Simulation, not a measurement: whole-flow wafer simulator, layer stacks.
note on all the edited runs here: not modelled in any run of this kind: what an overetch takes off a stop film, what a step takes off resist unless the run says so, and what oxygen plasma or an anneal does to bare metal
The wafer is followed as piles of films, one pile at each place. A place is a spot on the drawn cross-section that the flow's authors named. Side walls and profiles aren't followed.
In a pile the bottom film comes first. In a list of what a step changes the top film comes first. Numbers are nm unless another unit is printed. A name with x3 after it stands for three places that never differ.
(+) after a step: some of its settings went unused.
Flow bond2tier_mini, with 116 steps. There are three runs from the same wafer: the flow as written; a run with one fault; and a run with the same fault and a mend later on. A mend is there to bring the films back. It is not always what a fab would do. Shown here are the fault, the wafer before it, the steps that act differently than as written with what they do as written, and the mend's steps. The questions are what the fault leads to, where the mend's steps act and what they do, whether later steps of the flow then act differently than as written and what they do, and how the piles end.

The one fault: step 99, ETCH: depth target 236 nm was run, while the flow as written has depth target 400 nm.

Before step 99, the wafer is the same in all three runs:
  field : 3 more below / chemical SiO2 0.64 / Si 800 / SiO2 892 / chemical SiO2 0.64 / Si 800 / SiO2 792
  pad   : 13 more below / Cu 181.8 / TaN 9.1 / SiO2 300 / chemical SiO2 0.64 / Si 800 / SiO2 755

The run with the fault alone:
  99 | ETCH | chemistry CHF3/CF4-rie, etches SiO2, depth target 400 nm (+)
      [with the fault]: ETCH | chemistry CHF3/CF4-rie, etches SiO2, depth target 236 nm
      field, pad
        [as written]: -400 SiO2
        [with the fault]: -236 SiO2
  None of the later steps of the flow acts differently than as written at any place that is followed.
  By the end, the piles at field, pad depart from the flow's by more than 2% or 0.5 nm, whichever is larger.
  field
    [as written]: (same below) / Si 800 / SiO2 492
    [with the fault]: (same below) / Si 800 / SiO2 656
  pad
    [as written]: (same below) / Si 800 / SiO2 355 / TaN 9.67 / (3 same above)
    [with the fault]: (same below) / Si 800 / SiO2 519 / TaN 9.67 / (3 same above)

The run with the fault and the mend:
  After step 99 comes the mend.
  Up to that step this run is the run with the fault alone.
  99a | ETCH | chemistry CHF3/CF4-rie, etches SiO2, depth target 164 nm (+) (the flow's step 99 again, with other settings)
      field, pad
        -164 SiO2
  None of the later steps of the flow acts differently than as written at any place that is followed.
  By the end, the piles equal the flow's at every place that both follow.
